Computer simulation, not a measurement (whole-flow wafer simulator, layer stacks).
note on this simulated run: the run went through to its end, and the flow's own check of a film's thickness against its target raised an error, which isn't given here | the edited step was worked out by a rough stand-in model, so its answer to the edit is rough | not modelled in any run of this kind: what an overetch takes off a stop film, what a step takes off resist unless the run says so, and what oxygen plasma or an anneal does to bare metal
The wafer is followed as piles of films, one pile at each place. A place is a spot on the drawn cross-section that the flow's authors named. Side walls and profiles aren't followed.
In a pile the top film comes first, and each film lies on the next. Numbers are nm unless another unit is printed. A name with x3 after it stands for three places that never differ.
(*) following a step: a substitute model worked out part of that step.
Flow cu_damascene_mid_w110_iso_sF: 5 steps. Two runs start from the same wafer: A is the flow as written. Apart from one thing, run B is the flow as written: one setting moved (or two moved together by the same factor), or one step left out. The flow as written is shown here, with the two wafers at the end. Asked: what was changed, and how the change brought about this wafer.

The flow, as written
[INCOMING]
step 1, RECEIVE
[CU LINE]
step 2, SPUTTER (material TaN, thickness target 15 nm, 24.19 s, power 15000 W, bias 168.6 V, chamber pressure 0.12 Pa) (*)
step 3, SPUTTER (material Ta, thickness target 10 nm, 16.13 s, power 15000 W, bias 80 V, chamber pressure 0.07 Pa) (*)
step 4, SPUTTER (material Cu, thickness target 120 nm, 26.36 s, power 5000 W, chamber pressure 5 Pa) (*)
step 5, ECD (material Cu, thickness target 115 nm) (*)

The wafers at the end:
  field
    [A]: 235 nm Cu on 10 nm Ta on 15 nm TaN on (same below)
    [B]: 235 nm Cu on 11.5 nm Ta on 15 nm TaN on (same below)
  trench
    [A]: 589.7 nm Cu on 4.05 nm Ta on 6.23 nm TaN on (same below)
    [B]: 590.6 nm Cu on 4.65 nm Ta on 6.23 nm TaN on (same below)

The reason: step 3, SPUTTER: thickness target 11.5 nm was run, whereas the flow has thickness target 10 nm; step 3, SPUTTER: 18.55 s was run, where the flow has 16.13 s.
One can read it off the wafer: field has Ta 11.5, and step 3 as written asks for 10 nm.

How this came from the change, step by step:
  step 3, SPUTTER (material Ta, thickness target 10 nm, 16.13 s, power 15000 W, bias 80 V, chamber pressure 0.07 Pa) (*)
      field: A Ta gains 10 (new film) | B Ta gains 11.5 (new film)
      trench: A Ta gains 4.05 (new film) | B Ta gains 4.65 (new film)
